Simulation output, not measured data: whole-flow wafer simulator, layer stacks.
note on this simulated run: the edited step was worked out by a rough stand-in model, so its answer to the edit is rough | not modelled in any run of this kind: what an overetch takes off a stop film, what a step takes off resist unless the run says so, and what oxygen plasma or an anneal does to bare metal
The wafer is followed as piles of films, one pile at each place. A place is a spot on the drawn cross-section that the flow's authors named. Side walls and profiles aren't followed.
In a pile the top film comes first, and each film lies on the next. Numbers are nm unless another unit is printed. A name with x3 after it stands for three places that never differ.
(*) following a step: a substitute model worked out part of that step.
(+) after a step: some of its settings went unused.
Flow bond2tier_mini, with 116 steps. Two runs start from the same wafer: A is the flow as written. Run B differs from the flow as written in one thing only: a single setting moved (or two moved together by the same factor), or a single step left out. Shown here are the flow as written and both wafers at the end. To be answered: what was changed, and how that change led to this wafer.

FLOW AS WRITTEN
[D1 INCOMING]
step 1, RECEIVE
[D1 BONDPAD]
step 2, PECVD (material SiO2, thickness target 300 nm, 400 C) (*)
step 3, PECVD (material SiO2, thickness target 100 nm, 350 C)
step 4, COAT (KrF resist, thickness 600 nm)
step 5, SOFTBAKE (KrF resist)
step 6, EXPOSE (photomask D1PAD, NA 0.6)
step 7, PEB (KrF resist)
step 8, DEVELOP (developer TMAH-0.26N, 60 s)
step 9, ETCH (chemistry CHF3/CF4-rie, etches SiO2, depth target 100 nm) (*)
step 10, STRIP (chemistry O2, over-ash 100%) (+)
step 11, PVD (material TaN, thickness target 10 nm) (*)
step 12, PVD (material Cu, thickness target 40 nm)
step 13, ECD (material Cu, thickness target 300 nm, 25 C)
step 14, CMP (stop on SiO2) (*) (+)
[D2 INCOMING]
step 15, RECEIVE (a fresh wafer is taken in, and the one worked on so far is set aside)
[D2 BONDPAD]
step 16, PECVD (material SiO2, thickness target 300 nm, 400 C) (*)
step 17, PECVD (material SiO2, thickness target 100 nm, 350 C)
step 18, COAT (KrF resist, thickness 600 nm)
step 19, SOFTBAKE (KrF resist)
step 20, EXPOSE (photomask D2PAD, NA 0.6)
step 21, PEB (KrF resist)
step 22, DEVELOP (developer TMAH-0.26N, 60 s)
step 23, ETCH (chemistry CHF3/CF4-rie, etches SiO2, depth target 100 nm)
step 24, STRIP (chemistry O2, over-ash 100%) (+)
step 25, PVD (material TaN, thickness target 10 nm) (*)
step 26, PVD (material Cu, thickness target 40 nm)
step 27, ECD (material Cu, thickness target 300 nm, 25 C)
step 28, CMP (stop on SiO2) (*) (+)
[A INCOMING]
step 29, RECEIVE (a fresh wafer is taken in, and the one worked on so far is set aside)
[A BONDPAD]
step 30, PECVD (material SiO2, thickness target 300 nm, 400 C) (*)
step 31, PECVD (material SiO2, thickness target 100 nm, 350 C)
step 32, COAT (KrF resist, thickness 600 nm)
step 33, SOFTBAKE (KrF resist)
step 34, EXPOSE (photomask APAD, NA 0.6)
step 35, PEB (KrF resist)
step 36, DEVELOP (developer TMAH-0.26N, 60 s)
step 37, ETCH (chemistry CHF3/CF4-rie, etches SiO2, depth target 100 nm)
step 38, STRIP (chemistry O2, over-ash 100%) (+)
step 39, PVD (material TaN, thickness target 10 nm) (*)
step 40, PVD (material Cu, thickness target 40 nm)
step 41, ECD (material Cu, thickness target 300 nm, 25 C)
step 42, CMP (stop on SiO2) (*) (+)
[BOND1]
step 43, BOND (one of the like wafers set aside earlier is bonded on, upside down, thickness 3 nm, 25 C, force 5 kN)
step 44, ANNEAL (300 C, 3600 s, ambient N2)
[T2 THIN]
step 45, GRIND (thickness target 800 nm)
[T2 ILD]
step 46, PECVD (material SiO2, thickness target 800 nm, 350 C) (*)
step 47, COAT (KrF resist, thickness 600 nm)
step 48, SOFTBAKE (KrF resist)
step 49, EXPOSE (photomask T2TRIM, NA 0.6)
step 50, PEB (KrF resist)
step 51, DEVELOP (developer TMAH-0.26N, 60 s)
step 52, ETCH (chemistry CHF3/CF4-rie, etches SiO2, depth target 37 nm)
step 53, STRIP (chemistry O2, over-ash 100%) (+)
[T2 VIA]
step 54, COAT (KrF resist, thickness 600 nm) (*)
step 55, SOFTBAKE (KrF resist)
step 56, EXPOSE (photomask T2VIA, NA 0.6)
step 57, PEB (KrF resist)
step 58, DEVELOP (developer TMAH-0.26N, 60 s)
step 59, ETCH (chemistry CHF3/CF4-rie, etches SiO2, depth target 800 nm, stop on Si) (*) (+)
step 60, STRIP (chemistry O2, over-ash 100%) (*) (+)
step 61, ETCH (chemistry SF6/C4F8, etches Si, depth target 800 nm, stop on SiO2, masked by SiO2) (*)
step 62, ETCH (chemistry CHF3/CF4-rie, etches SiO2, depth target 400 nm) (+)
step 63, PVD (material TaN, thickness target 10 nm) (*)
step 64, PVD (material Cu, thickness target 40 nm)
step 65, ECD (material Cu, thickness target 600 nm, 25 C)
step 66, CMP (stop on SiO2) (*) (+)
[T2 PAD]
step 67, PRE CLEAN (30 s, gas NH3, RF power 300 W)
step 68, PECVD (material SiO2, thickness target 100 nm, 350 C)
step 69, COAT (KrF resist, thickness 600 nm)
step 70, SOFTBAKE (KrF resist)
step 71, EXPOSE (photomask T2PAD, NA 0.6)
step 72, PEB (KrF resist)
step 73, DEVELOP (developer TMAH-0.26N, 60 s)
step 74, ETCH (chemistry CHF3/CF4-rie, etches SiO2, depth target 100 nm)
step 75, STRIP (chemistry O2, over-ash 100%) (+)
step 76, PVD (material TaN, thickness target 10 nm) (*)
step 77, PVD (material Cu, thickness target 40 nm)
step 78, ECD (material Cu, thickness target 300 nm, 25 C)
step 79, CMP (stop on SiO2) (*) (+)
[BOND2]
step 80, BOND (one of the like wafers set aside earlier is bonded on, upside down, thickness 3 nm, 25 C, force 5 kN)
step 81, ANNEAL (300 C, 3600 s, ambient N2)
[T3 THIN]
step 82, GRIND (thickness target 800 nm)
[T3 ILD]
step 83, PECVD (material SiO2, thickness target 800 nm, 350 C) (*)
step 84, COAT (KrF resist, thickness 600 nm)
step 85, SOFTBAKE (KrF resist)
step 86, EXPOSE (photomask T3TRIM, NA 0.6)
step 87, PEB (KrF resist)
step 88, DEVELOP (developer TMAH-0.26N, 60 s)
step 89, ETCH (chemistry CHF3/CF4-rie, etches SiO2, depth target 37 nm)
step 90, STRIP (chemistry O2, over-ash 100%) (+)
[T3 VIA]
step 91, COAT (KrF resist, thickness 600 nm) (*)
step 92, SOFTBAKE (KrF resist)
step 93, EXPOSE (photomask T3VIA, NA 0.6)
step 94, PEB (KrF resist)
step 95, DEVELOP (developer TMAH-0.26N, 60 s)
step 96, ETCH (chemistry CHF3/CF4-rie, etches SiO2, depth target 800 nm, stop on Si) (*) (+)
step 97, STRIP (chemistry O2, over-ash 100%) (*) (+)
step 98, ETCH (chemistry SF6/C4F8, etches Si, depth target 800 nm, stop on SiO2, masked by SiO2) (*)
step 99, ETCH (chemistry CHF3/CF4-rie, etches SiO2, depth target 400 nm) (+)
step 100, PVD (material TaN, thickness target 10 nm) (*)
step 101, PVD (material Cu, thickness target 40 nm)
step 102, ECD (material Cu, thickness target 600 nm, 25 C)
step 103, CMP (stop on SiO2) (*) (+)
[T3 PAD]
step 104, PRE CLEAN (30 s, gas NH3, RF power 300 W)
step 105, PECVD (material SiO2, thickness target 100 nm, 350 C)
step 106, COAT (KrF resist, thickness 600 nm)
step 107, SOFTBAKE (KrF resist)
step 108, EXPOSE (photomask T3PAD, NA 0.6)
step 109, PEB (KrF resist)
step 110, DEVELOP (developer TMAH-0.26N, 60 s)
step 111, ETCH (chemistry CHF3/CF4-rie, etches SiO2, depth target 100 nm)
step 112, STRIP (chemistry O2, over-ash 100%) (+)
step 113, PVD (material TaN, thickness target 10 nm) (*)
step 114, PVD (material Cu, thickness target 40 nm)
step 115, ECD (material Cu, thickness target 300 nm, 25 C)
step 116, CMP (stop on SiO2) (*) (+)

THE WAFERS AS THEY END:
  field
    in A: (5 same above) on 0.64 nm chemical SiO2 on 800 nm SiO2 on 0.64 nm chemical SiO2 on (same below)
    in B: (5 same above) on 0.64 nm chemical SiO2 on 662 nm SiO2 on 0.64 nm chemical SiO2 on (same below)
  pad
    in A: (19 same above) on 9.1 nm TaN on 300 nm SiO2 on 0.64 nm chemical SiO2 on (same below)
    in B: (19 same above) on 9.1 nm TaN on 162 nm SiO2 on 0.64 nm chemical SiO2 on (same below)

Cause: step 30, PECVD: thickness target 162 nm was run, while the flow as written has thickness target 300 nm.
One can read it off the wafer: pad has SiO2 162, and step 30 as written asks for 300 nm.

How this came from the change, step by step:
  step 30, PECVD (material SiO2, thickness target 300 nm, 400 C) (*)
      field, pad, via: A SiO2 gains 300 (new film) | B SiO2 gains 162 (new film)
